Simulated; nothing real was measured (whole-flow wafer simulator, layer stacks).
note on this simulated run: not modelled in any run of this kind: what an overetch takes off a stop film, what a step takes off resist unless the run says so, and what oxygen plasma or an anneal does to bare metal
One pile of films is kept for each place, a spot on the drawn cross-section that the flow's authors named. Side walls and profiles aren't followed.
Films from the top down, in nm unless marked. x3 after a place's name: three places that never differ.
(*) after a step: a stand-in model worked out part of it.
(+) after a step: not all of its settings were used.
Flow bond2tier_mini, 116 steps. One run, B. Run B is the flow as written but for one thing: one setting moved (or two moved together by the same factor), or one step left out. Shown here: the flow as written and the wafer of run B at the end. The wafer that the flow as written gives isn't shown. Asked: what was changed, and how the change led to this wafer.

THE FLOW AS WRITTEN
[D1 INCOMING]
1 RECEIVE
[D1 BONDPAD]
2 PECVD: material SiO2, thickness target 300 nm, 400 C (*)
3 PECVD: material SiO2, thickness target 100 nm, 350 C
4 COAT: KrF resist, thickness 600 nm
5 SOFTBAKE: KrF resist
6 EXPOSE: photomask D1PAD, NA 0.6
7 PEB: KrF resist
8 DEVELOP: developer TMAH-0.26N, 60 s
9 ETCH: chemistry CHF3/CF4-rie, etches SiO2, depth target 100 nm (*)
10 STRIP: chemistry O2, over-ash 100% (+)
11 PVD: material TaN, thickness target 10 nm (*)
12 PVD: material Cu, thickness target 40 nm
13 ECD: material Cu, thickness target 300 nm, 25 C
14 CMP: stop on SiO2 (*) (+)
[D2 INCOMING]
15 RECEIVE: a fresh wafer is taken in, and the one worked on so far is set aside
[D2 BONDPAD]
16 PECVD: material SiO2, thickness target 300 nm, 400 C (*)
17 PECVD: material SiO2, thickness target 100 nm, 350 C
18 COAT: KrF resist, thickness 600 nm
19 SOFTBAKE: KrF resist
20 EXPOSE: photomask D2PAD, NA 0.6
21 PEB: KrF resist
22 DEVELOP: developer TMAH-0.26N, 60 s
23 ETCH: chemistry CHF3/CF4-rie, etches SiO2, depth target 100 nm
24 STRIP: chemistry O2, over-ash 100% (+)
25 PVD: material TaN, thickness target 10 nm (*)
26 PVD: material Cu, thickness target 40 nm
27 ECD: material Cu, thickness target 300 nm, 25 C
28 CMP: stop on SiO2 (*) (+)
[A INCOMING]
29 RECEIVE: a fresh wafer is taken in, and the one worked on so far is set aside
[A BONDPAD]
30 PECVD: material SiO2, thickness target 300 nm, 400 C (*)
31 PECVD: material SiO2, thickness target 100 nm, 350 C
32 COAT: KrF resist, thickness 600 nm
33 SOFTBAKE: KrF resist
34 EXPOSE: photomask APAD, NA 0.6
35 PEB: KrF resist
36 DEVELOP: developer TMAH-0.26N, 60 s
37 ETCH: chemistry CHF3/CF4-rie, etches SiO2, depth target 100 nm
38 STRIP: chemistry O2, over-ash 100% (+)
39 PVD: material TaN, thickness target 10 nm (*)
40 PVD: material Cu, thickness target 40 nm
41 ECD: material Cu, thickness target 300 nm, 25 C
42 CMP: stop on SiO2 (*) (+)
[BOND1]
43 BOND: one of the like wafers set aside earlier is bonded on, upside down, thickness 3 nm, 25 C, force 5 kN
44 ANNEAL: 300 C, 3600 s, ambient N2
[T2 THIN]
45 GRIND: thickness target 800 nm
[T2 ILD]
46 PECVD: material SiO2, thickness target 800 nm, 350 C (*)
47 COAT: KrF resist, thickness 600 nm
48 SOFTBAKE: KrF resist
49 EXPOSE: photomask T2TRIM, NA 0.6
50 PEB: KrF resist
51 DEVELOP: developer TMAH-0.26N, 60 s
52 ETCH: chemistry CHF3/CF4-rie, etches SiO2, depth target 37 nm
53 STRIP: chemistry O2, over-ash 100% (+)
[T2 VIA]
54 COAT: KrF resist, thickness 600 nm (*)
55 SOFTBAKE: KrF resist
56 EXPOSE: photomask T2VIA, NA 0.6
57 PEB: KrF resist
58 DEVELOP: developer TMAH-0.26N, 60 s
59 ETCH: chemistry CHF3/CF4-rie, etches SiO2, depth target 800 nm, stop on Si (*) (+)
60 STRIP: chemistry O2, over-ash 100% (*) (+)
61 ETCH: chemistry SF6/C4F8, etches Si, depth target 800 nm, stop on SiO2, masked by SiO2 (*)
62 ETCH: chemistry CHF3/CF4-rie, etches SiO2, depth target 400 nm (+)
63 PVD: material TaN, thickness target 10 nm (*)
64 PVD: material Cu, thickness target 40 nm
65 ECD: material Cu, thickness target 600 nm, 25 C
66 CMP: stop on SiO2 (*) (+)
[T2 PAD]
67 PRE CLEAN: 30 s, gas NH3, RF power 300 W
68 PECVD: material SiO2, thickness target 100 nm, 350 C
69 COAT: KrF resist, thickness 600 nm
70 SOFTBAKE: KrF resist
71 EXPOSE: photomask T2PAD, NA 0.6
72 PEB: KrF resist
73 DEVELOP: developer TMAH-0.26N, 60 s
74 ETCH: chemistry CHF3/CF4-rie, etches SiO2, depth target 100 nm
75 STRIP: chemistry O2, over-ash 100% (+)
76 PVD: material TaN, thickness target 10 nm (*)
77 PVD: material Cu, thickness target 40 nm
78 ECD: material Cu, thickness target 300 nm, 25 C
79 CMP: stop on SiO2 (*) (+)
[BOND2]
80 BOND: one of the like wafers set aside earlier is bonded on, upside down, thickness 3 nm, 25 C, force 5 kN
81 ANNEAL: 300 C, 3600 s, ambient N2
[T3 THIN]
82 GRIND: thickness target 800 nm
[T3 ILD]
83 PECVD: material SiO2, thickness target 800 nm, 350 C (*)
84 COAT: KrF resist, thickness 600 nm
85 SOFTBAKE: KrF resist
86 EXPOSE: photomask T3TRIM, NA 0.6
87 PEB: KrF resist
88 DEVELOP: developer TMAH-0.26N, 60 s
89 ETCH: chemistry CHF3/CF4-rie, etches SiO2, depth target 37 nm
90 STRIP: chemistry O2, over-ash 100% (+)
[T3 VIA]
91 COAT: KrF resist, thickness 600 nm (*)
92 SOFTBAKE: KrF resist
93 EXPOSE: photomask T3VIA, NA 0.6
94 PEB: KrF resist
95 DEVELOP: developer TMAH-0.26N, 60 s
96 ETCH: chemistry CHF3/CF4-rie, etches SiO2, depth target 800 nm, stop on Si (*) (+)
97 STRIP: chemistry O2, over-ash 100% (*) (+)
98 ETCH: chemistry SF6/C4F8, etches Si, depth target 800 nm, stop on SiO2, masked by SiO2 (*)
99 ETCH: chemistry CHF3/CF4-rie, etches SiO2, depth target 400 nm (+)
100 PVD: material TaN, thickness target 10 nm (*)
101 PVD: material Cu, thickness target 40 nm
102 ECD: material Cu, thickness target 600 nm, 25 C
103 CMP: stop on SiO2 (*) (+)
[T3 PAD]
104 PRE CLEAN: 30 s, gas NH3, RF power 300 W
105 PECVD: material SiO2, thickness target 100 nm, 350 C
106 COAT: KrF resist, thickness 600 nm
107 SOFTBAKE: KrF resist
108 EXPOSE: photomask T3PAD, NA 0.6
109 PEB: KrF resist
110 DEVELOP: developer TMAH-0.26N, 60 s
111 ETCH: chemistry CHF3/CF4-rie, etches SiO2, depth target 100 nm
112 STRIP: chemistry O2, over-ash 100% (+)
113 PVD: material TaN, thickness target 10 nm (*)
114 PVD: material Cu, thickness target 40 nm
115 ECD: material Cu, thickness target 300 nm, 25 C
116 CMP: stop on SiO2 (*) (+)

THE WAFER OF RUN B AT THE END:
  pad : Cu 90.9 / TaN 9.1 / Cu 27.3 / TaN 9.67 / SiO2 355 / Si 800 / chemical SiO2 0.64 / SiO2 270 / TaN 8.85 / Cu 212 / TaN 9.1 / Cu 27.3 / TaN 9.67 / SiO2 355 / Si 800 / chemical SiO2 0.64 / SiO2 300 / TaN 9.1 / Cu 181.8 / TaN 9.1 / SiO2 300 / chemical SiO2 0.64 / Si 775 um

The cause: step 23, ETCH: depth target 130 nm was run, where the flow has depth target 100 nm.

How the change led to this, step by step:
  23 ETCH: chemistry CHF3/CF4-rie, etches SiO2, depth target 100 nm
      pad, via: SiO2 -130 (as written it would be: SiO2 -100)
      field: KrF resist -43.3 (as written it would be: KrF resist -33.3)
  26 PVD: material Cu, thickness target 40 nm
      pad: Cu +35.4 (new film) (as written it would be: Cu +36.4 (new film))
  27 ECD: material Cu, thickness target 300 nm, 25 C
      pad: Cu +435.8 (as written it would be: Cu +404.5)
      via: Cu +430.4 (as written it would be: Cu +400.2)
  80 BOND: one of the like wafers set aside earlier is bonded on, upside down, thickness 3 nm, 25 C, force 5 kN
      pad: Si +775 um (new film), chemical SiO2 +0.64 (new film), SiO2 +270 (new film), TaN +8.85 (new film), Cu +121.2 (as written it would be: Si +775 um (new film), chemical SiO2 +0.64 (new film), SiO2 +300 (new film), TaN +9.1 (new film), Cu +90.9)
